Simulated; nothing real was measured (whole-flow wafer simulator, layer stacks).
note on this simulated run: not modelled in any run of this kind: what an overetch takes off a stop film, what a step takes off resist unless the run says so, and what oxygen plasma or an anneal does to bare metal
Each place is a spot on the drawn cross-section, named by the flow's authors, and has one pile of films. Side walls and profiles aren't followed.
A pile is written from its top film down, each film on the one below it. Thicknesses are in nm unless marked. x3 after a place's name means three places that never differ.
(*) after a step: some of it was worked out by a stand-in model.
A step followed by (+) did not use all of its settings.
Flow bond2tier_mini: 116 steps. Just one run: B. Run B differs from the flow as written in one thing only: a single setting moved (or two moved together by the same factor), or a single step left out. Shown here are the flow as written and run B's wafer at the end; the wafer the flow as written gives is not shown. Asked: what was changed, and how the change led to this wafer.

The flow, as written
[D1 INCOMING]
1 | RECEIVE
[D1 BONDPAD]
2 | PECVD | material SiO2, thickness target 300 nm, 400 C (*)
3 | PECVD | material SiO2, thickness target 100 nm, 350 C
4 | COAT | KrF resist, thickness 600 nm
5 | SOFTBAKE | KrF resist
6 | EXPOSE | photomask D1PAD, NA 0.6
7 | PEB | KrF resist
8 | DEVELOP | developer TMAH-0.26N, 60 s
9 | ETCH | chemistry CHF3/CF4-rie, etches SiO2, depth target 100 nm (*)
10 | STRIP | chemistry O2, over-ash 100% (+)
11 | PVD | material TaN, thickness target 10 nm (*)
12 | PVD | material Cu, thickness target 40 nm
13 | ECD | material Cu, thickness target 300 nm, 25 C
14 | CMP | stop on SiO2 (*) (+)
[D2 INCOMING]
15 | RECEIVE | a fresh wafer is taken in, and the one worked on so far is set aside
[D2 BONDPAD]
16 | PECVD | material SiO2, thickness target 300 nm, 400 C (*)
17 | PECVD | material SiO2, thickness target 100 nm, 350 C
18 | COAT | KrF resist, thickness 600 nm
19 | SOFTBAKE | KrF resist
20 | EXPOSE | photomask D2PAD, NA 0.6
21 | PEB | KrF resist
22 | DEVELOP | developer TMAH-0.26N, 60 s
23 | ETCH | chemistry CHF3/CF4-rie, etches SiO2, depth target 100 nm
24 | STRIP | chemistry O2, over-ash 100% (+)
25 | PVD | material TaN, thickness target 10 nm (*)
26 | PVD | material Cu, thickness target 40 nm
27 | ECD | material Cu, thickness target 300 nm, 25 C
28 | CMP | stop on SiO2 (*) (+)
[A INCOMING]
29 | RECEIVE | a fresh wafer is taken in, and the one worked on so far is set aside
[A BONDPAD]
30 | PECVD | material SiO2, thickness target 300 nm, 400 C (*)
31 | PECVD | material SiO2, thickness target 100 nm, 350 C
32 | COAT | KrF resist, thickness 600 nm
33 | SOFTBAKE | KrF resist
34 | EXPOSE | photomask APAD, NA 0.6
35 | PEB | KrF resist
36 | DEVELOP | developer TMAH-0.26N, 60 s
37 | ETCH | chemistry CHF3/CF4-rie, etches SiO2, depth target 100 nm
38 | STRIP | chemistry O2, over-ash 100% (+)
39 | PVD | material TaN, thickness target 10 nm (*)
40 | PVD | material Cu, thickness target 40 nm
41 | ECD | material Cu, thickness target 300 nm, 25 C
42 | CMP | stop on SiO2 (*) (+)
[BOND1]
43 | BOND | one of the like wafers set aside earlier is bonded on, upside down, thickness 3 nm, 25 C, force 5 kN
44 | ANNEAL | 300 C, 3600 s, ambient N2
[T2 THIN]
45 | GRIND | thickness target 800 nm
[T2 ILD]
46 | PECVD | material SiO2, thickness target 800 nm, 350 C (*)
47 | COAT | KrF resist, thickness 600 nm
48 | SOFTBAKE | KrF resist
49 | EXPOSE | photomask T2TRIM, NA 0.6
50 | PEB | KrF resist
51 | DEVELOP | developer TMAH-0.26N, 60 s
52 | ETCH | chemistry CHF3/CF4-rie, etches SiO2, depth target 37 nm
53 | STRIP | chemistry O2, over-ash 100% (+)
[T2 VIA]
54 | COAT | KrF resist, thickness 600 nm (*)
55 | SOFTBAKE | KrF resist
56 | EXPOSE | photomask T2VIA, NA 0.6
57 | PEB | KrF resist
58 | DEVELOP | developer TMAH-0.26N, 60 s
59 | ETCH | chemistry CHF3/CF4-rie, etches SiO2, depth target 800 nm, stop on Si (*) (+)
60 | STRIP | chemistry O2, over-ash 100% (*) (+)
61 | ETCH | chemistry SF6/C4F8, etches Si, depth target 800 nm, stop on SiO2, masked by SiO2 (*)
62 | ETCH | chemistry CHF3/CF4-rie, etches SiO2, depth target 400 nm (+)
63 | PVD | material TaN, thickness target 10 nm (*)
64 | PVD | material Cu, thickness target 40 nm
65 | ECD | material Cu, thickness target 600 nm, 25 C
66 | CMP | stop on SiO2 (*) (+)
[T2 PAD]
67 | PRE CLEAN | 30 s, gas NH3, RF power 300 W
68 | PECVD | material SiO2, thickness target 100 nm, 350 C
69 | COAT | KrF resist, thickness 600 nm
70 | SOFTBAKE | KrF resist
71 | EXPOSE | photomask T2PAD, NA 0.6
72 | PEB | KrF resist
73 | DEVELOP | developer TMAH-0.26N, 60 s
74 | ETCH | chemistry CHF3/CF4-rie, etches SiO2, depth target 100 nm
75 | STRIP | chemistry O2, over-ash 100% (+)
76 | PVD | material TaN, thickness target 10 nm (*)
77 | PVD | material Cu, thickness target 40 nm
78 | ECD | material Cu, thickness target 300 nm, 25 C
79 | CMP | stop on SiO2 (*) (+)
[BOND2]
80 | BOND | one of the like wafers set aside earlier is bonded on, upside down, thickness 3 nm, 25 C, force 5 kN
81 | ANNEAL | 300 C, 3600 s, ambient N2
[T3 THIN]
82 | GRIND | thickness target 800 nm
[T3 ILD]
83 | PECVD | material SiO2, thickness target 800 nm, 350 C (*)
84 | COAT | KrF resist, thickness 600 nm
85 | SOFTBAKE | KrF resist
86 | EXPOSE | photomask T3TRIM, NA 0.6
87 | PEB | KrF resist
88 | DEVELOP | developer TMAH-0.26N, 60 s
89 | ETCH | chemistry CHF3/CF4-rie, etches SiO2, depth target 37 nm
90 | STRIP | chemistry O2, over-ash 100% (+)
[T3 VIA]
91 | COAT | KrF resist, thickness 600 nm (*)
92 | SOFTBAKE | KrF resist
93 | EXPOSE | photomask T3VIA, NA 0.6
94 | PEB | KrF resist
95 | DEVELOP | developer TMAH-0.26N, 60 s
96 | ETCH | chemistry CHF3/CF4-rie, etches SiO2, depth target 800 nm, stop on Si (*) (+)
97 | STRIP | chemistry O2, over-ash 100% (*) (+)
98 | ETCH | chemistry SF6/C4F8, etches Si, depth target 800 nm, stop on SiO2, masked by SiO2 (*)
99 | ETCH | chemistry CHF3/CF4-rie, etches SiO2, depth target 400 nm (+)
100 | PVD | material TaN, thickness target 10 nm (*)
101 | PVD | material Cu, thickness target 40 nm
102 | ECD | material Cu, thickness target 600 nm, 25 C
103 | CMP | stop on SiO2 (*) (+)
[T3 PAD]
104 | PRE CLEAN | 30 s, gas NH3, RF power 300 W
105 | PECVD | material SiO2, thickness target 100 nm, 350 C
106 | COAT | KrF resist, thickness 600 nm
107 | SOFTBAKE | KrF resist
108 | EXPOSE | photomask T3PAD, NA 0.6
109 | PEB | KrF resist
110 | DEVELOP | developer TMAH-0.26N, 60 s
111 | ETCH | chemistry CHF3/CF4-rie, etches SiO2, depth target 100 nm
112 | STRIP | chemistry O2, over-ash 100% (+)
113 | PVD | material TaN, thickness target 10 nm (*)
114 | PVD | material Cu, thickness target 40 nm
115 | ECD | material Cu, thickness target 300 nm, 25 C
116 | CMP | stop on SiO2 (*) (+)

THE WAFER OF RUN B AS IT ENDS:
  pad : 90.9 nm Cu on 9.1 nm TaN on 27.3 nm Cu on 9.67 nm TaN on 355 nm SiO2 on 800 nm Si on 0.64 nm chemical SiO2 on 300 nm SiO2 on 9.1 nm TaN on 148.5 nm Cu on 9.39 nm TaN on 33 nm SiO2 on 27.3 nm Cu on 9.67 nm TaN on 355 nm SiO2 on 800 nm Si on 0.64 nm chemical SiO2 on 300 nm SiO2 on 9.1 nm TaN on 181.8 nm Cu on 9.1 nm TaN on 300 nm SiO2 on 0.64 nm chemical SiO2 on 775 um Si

The reason: step 74, ETCH: depth target 67 nm was run, whereas the flow has depth target 100 nm.

The path from the change to this, step by step:
  74 | ETCH | chemistry CHF3/CF4-rie, etches SiO2, depth target 100 nm
      pad: SiO2 loses 67 (it would be, as written: SiO2 loses 100 (all of it))
      field: KrF resist loses 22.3 (it would be, as written: KrF resist loses 33.3)
  77 | PVD | material Cu, thickness target 40 nm
      pad: Cu gains 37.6 (new film) (it would be, as written: Cu gains 36.4 (new film))
  78 | ECD | material Cu, thickness target 300 nm, 25 C
      pad: Cu gains 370 (it would be, as written: Cu gains 404.5)
Taking metal films that touch as one body, pad has 4 bodies (between them, from the top down: SiO2 355 / Si 800 / chemical SiO2 0.64 / SiO2 300; SiO2 33; SiO2 355 / Si 800 / chemical SiO2 0.64 / SiO2 300); the flow as written gives 3 bodies (between them, from the top down: SiO2 355 / Si 800 / chemical SiO2 0.64 / SiO2 300; SiO2 355 / Si 800 / chemical SiO2 0.64 / SiO2 300).
